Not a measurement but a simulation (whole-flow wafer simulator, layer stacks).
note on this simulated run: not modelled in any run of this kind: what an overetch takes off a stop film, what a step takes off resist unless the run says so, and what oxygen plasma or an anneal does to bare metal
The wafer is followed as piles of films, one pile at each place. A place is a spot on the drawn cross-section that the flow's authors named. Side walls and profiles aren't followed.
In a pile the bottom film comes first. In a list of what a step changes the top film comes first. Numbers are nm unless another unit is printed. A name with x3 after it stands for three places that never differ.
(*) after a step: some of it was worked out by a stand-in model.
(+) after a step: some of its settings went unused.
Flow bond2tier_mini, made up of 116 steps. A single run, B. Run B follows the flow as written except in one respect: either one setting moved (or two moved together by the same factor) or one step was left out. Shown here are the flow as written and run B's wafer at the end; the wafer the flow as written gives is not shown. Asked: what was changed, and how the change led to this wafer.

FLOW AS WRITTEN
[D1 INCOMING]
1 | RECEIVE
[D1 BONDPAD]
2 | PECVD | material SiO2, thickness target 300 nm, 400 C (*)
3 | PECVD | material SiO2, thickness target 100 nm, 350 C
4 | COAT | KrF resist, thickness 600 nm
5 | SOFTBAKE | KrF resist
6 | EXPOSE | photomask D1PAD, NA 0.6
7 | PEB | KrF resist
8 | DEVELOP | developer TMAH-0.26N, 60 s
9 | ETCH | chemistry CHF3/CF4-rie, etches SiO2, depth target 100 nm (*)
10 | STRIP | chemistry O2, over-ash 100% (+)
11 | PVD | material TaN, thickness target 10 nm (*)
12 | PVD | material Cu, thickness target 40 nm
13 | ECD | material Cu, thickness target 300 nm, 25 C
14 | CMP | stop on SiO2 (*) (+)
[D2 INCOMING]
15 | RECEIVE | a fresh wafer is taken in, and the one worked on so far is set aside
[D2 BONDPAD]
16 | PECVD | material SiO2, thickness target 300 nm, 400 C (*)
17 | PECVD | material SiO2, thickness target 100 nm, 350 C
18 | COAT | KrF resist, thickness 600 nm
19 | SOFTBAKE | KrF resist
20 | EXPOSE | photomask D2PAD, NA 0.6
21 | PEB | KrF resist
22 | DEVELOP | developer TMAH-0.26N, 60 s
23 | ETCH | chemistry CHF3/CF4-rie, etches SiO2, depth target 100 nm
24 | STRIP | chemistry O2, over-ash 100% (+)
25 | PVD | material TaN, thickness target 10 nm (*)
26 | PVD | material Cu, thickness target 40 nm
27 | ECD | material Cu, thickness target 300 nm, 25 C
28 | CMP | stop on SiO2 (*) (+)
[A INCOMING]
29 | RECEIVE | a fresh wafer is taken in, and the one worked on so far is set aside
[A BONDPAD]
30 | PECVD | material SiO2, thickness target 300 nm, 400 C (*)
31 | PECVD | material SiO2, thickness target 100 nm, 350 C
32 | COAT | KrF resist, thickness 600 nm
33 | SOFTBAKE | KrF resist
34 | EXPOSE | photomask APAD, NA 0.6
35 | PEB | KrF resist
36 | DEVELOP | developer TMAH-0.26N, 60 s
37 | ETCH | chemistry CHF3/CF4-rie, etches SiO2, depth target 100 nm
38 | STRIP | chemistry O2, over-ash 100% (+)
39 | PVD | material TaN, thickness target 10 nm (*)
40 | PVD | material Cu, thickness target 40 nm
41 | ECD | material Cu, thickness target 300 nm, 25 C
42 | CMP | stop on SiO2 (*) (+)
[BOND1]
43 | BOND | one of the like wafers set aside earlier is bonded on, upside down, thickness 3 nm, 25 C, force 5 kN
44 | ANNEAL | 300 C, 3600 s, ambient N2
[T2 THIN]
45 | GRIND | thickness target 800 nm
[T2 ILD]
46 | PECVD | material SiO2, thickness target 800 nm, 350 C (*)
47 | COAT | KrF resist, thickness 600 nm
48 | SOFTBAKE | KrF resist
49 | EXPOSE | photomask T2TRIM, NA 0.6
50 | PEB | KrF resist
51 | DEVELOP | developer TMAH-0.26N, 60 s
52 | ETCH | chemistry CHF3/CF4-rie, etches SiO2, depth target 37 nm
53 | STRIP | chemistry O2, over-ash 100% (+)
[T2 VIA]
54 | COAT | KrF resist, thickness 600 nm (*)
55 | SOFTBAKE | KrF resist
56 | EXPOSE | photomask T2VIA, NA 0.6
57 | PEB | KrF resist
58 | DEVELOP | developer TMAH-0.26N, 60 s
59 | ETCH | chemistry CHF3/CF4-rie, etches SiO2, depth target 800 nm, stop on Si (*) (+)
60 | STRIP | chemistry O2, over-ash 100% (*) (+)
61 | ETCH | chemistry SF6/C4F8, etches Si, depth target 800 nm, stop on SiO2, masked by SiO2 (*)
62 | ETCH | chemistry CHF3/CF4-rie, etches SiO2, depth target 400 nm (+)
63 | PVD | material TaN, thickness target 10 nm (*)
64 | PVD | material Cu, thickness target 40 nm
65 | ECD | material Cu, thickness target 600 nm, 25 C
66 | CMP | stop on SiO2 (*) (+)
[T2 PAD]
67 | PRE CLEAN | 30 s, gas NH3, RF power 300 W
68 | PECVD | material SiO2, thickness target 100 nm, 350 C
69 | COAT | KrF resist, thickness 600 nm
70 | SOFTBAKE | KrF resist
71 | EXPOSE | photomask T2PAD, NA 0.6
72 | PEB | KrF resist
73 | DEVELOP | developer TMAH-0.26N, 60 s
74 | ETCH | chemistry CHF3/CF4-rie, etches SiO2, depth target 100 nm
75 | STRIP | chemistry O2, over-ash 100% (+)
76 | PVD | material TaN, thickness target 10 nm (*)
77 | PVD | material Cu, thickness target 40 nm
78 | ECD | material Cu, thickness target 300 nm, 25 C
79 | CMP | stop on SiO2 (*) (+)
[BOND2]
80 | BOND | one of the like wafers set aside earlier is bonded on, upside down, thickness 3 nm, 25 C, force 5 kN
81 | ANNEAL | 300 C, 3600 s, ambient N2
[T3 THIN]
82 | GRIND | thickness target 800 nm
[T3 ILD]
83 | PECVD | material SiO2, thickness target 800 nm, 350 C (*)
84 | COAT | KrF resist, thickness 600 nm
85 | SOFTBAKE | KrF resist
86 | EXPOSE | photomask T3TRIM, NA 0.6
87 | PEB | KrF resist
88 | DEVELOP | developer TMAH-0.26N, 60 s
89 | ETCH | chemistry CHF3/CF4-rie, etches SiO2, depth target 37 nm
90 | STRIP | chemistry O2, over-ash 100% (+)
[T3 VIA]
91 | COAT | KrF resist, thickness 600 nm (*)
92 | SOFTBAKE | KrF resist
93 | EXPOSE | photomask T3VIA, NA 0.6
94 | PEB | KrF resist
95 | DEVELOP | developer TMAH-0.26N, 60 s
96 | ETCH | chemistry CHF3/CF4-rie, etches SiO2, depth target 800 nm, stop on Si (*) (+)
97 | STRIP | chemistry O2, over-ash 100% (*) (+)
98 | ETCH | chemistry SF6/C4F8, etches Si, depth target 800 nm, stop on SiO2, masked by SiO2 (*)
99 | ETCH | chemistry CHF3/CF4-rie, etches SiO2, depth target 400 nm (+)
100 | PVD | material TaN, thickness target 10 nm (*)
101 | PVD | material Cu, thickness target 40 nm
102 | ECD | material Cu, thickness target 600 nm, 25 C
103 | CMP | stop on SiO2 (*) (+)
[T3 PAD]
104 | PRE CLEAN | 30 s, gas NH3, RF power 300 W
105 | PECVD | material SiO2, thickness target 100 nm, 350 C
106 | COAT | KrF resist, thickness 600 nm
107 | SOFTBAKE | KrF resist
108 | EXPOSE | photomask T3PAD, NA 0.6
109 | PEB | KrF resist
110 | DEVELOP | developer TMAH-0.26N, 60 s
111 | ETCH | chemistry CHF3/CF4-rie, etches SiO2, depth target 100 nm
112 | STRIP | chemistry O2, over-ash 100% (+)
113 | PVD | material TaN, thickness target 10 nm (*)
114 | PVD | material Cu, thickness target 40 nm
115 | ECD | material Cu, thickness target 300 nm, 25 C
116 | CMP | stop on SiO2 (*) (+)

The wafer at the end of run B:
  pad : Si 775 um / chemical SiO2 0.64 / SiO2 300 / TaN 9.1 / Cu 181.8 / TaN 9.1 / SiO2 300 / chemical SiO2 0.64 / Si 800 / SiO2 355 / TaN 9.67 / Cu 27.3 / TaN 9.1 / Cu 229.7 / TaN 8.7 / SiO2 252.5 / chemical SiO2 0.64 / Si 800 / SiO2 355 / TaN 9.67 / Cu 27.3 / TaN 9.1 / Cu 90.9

The reason: step 23, ETCH: depth target 147.5 nm was run, whereas the flow has depth target 100 nm.

How this came from the change, step by step:
  23 | ETCH | chemistry CHF3/CF4-rie, etches SiO2, depth target 100 nm
      pad, via: SiO2 loses 147.5 (as written it would have been: SiO2 loses 100)
      field: KrF resist loses 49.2 (as written it would have been: KrF resist loses 33.3)
  24 | STRIP | chemistry O2, over-ash 100% (+)
      field: KrF resist loses 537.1 (all of it) (as written it would have been: KrF resist loses 552.9 (all of it))
  26 | PVD | material Cu, thickness target 40 nm
      pad: Cu gains 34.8 (new film) (as written it would have been: Cu gains 36.4 (new film))
  27 | ECD | material Cu, thickness target 300 nm, 25 C
      pad: Cu gains 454 (as written it would have been: Cu gains 404.5)
      via: Cu gains 448 (as written it would have been: Cu gains 400.2)
  80 | BOND | one of the like wafers set aside earlier is bonded on, upside down, thickness 3 nm, 25 C, force 5 kN
      pad: Si gains 775 um (new film), chemical SiO2 gains 0.64 (new film), SiO2 gains 252.5 (new film), TaN gains 8.7 (new film), Cu gains 138.8 (as written it would have been: Si gains 775 um (new film), chemical SiO2 gains 0.64 (new film), SiO2 gains 300 (new film), TaN gains 9.1 (new film), Cu gains 90.9)
